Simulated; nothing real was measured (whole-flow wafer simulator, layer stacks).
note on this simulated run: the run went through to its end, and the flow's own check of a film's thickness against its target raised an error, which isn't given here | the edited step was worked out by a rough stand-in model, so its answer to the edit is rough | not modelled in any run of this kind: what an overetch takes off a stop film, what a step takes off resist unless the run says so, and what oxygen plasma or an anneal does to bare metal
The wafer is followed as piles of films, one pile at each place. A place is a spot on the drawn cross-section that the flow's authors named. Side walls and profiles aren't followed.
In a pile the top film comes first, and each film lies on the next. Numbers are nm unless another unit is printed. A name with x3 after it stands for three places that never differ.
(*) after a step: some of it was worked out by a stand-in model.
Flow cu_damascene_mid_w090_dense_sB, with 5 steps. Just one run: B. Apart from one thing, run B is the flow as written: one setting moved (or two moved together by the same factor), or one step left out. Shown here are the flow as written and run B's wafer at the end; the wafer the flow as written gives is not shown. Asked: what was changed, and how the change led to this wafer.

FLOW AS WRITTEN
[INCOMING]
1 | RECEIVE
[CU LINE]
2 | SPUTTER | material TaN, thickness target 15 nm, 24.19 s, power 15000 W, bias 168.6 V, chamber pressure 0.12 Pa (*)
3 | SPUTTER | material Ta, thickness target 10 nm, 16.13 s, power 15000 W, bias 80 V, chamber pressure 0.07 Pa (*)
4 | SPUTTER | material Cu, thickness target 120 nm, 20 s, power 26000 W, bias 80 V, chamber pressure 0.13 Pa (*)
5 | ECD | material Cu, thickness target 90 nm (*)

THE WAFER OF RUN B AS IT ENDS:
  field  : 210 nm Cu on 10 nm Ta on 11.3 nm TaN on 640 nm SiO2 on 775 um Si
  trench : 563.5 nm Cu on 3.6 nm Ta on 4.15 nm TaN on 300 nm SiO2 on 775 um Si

Cause: step 2, SPUTTER: thickness target 11.3 nm was run, whereas the flow has thickness target 15 nm; step 2, SPUTTER: 18.24 s was run, where the flow has 24.19 s.
One can read it off the wafer: field has TaN 11.3, and step 2 as written asks for 15 nm.

Step by step, how the change led to this:
  2 | SPUTTER | material TaN, thickness target 15 nm, 24.19 s, power 15000 W, bias 168.6 V, chamber pressure 0.12 Pa (*)
      field: +11.3 TaN (new film) (in the flow as written it would be: +15 TaN (new film))
      trench: +4.15 TaN (new film) (in the flow as written it would be: +5.51 TaN (new film))
